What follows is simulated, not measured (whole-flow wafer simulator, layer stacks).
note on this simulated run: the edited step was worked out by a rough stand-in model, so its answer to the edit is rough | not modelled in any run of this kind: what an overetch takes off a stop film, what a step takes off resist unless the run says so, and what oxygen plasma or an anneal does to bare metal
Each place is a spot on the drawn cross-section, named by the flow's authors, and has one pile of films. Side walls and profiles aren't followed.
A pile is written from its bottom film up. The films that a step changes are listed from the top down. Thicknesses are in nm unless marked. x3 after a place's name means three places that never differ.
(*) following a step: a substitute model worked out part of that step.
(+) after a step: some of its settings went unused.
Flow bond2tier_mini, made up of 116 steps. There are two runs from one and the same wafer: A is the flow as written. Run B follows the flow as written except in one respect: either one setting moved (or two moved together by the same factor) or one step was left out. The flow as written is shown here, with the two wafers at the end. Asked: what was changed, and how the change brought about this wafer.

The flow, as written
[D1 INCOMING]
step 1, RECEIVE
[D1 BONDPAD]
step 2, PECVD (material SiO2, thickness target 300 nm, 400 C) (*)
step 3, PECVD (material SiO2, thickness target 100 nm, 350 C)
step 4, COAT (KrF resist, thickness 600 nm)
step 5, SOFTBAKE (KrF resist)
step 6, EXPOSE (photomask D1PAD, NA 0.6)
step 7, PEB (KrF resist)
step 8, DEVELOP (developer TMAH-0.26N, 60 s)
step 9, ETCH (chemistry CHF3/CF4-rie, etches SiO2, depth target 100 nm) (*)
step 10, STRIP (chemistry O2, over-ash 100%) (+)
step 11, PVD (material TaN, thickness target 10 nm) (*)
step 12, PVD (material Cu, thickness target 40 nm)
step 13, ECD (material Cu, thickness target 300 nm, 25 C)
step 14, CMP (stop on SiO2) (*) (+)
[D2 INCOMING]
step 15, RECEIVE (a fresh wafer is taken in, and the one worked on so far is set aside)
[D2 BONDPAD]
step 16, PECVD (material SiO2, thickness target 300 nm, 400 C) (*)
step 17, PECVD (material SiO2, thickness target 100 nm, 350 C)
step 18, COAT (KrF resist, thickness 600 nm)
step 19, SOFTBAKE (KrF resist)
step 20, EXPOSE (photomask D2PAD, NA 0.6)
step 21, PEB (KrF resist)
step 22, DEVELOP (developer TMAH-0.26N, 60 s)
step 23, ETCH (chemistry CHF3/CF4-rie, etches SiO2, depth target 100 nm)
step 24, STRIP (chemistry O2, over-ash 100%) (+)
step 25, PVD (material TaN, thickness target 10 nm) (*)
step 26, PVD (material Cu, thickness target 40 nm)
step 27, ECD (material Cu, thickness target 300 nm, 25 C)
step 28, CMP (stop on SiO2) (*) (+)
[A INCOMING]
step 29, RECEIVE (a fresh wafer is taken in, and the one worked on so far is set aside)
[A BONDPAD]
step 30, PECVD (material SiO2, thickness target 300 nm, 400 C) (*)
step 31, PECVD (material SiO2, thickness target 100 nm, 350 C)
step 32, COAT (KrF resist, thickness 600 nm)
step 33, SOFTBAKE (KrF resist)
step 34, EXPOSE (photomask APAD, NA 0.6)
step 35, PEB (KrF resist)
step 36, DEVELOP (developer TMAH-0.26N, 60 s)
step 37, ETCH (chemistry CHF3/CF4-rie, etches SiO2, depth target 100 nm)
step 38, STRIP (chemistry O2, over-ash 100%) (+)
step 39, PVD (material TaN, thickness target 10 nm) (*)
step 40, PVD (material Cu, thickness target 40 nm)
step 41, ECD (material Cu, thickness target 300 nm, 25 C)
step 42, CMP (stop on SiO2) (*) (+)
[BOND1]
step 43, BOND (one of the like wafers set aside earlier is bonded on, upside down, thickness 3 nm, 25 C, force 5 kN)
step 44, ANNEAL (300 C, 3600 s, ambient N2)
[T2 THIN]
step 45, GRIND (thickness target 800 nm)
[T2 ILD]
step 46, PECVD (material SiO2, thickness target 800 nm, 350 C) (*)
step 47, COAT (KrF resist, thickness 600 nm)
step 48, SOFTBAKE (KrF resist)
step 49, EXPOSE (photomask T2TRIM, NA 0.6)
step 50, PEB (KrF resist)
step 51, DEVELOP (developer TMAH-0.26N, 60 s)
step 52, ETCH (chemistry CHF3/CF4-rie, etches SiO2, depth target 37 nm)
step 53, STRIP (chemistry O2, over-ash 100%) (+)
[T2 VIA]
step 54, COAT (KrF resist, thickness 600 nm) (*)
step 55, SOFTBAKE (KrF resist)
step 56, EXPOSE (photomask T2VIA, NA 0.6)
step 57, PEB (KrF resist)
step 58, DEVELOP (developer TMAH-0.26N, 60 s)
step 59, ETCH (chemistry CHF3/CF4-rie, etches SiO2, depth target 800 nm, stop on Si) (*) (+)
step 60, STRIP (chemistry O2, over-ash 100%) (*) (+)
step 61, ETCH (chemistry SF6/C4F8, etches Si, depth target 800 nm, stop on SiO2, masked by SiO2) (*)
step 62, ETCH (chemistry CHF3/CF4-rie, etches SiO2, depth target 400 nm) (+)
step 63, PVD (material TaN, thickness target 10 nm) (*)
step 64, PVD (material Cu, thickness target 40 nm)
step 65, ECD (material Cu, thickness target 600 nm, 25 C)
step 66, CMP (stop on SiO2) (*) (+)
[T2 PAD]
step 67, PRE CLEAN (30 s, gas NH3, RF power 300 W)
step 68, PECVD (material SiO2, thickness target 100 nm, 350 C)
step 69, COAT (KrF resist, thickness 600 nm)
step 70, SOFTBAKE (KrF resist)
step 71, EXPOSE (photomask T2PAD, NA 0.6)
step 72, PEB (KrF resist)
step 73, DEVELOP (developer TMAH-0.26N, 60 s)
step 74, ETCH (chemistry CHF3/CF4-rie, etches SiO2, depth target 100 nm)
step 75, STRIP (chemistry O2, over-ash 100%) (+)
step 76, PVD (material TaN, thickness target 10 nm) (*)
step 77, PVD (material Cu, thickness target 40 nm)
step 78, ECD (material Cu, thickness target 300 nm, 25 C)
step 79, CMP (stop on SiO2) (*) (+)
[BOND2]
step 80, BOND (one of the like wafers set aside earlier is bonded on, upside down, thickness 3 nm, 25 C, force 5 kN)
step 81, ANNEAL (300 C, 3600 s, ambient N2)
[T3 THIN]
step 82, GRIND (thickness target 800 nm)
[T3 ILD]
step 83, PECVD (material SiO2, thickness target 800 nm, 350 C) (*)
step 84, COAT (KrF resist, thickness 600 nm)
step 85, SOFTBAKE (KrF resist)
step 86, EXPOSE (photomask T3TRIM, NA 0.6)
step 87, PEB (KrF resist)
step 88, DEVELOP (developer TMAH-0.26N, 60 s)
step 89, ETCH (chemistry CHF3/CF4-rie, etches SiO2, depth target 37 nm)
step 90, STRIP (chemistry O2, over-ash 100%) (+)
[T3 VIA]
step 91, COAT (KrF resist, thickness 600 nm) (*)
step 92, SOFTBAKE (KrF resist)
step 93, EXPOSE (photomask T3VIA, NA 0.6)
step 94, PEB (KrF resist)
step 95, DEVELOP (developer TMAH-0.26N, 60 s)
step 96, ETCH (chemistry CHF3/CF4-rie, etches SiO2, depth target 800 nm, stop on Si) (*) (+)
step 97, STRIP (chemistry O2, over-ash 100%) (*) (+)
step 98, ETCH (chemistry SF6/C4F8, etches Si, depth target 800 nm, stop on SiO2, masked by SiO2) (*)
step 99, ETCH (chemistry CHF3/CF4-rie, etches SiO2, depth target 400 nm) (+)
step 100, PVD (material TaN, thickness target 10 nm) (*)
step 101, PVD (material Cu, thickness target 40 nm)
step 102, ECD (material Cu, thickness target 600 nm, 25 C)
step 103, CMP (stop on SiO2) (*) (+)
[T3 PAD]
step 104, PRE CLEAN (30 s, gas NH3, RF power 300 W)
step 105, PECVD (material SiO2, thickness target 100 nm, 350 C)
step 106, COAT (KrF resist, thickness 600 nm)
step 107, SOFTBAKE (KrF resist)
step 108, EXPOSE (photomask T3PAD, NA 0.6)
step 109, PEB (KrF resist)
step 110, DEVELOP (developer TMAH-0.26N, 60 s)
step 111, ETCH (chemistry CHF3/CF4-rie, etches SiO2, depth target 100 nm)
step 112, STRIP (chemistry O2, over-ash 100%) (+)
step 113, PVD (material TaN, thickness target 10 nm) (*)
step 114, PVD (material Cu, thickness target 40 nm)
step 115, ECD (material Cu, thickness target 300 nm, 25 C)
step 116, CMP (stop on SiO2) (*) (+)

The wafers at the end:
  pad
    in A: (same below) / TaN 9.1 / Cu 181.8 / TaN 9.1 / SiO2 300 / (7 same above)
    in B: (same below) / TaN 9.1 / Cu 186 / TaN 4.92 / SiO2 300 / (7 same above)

What caused this: step 25, PVD: thickness target 5.4 nm was run, though the flow has thickness target 10 nm.

How this came from the change, step by step:
  step 25, PVD (material TaN, thickness target 10 nm) (*)
      field: A TaN gains 10 (new film) | B TaN gains 5.4 (new film)
      pad: A TaN gains 9.1 (new film) | B TaN gains 4.92 (new film)
      (as well as at 1 more place)
  step 28, CMP (stop on SiO2) (*) (+)
      field: A Cu loses 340 (all of it), TaN loses 10 (all of it) | B Cu loses 340 (all of it), TaN loses 5.4 (all of it)
  step 80, BOND (one of the like wafers set aside earlier is bonded on, upside down, thickness 3 nm, 25 C, force 5 kN)
      pad: A Si gains 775 um (new film), chemical SiO2 gains 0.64 (new film), SiO2 gains 300 (new film), TaN gains 9.1 (new film), Cu gains 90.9 | B Si gains 775 um (new film), chemical SiO2 gains 0.64 (new film), SiO2 gains 300 (new film), TaN gains 4.92 (new film), Cu gains 95.1
